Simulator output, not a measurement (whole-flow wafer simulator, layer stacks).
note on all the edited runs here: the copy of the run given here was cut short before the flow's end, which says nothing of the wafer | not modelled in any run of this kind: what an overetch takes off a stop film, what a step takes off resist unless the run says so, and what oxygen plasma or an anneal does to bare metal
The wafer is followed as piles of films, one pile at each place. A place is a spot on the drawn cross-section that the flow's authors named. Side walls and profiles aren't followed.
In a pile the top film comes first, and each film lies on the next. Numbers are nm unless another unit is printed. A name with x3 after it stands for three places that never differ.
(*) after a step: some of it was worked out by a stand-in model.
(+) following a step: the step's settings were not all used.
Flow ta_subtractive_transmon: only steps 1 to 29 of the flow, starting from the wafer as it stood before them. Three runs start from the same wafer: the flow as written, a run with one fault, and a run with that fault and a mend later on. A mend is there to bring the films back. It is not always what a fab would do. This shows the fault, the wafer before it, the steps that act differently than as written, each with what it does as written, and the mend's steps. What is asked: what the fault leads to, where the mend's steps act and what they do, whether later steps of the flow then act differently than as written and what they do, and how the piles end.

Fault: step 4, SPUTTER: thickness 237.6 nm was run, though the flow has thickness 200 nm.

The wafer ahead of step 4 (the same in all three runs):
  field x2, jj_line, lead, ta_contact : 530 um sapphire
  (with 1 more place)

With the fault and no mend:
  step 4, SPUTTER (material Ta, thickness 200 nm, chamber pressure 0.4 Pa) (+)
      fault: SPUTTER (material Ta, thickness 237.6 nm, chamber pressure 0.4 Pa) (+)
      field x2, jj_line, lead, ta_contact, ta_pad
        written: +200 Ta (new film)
        fault: +237.6 Ta (new film)
  Steps later in the flow that act otherwise than as written (2 other steps are not shown; they differ only slightly, by no more than 2% or 0.5 nm, whichever is larger):
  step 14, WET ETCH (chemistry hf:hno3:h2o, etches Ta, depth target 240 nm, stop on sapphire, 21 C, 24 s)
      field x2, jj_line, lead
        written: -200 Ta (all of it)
        fault: -237.6 Ta (all of it)
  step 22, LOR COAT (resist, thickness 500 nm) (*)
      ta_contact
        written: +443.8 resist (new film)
        fault: +434.4 resist (new film)
  By the end, the piles at ta_contact, ta_pad depart from the flow's by more than 2% or 0.5 nm, whichever is larger.
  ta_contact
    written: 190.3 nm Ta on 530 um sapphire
    fault: 227.9 nm Ta on 530 um sapphire
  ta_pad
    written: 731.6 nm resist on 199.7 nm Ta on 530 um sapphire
    fault: 726.4 nm resist on 237.3 nm Ta on 530 um sapphire

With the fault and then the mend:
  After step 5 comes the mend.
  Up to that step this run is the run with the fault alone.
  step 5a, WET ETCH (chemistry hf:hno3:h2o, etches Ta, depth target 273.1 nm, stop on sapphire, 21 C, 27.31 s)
      field x2, jj_line, lead, ta_contact, ta_pad
        -237.6 Ta (all of it)
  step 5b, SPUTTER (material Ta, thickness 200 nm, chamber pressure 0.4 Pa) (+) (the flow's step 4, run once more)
      field x2, jj_line, lead, ta_contact, ta_pad
        +200 Ta (new film)
  Later steps of the flow that are run all act as written at every place that is followed.
  The piles end the same as the flow's at every place that both follow.
